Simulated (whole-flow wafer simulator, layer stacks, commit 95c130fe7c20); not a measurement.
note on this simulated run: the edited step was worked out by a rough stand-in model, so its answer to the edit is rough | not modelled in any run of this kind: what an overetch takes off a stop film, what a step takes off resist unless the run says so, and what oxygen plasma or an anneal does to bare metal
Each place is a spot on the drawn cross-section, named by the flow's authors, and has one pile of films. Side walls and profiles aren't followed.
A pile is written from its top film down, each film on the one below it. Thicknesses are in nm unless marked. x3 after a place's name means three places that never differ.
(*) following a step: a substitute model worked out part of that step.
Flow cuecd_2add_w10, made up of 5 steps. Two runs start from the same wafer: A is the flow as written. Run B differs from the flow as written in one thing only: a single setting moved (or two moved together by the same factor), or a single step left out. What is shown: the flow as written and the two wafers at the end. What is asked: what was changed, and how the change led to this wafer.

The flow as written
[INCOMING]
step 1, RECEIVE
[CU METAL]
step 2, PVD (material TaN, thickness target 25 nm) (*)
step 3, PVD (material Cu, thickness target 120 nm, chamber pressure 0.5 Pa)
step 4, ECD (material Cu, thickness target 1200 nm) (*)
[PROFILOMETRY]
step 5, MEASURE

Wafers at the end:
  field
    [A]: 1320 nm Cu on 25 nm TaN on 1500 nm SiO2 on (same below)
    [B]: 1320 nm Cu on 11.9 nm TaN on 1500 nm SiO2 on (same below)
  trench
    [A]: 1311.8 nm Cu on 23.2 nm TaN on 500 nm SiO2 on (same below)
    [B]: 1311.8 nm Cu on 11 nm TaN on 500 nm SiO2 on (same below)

Cause: step 2, PVD: thickness target 11.9 nm was run, whereas the flow has thickness target 25 nm.
The wafer itself shows it: field has TaN 11.9, and step 2 as written asks for 25 nm.

How this came from the change, step by step:
  step 2, PVD (material TaN, thickness target 25 nm) (*)
      field: A TaN gains 25 (new film) | B TaN gains 11.9 (new film)
      trench: A TaN gains 23.2 (new film) | B TaN gains 11 (new film)
